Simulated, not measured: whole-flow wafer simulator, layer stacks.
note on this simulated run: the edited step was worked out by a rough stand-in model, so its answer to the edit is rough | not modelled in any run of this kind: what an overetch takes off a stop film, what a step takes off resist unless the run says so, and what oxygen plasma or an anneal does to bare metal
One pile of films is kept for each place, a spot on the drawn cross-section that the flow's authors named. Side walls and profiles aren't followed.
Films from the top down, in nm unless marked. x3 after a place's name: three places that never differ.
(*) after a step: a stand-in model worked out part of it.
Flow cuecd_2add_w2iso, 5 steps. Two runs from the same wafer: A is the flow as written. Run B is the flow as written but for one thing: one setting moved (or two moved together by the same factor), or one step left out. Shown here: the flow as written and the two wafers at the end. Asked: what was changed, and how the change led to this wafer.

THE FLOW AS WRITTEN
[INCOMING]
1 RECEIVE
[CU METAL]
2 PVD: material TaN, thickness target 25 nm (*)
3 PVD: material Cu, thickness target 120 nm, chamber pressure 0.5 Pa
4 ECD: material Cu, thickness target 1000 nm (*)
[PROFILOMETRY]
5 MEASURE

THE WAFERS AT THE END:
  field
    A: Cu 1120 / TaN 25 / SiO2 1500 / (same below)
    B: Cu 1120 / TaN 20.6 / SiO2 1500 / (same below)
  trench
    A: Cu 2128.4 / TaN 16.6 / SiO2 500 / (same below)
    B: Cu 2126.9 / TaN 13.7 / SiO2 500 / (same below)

The cause: step 2, PVD: thickness target 20.6 nm was run, where the flow has thickness target 25 nm.
It can be read off the wafer: field has TaN 20.6, and step 2 as written asks for 25 nm.

How the change led to this, step by step:
  2 PVD: material TaN, thickness target 25 nm (*)
      field: A TaN +25 (new film) | B TaN +20.6 (new film)
      trench: A TaN +16.6 (new film) | B TaN +13.7 (new film)
